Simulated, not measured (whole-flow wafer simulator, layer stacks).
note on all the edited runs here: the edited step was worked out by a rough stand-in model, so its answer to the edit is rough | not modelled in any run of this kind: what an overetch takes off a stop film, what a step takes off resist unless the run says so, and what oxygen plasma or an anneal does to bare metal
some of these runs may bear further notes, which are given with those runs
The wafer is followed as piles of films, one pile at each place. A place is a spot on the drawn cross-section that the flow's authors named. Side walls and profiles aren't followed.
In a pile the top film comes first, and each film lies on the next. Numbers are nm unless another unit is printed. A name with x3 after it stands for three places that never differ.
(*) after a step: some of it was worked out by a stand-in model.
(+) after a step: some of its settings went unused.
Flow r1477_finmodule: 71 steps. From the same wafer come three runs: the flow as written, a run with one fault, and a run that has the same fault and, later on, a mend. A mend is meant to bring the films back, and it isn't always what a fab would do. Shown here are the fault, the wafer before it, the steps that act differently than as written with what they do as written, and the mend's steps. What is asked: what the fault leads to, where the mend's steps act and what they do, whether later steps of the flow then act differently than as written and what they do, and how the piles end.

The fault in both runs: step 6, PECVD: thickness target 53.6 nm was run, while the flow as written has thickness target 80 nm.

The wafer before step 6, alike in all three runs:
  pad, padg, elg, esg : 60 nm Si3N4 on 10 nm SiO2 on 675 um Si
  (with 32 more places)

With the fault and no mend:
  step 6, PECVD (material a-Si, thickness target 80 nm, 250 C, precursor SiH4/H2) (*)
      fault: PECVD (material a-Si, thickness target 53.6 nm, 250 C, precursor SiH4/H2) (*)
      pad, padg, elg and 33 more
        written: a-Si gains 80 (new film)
        fault: a-Si gains 53.6 (new film)
  Later steps of the flow acting differently than as written (not shown: 3 more steps that differ only slightly, by at most 2% or 0.5 nm, whichever is larger):
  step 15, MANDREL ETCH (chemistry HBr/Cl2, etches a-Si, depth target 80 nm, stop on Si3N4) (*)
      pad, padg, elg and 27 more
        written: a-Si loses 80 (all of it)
        fault: a-Si loses 53.6 (all of it)
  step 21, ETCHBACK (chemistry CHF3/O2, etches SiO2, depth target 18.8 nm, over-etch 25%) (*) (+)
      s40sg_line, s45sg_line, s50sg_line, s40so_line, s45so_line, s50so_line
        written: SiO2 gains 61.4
        fault: SiO2 gains 35
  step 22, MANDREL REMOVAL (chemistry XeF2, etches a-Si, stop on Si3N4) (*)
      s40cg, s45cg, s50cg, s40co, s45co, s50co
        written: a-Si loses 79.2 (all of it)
        fault: a-Si loses 52.8 (all of it)
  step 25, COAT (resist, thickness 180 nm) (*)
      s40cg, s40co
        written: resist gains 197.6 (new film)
        fault: resist gains 191 (new film)
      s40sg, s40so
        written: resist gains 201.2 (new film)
        fault: resist gains 194.6 (new film)
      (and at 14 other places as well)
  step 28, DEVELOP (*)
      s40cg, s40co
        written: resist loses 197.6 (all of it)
        fault: resist loses 191 (all of it)
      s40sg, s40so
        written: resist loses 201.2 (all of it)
        fault: resist loses 194.6 (all of it)
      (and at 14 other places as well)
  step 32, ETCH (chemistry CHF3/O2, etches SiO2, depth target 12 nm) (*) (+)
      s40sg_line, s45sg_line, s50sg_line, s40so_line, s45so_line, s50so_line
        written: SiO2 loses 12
        fault: SiO2 loses 11 (all of it)
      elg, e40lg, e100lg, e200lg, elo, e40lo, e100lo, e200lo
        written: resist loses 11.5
        fault: resist loses 10.5
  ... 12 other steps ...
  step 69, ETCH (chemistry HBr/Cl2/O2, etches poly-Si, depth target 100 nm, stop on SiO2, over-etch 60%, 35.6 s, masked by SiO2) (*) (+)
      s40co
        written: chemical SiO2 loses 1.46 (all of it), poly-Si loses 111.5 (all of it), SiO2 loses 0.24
        fault: chemical SiO2 loses 1.36 (all of it), poly-Si loses 134.3 (all of it), SiO2 loses 0.13
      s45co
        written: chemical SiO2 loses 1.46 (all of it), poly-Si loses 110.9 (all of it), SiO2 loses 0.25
        fault: chemical SiO2 loses 1.36 (all of it), poly-Si loses 134.3 (all of it), SiO2 loses 0.13
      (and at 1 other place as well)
  At pad, padg, elg and 27 more, the piles at the end differ from the flow's by more than 2% or 0.5 nm, whichever is larger.
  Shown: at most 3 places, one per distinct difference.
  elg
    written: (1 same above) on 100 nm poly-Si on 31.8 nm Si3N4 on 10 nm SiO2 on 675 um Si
    fault: (1 same above) on 100 nm poly-Si on 3 nm SiO2 on 674.99 um Si
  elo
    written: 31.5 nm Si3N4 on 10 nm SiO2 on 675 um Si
    fault: 2.58 nm SiO2 on 674.99 um Si
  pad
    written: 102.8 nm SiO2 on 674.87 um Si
    fault: 81.9 nm SiO2 on 674.87 um Si

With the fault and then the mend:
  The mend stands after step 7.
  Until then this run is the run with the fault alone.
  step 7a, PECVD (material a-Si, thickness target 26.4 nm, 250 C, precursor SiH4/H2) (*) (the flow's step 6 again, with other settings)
      pad, padg, elg and 33 more
        a-Si gains 26.4
  Later steps of the flow that are run all act as written at every place that is followed.
  At every place that both follow, the piles at the end match the flow's.
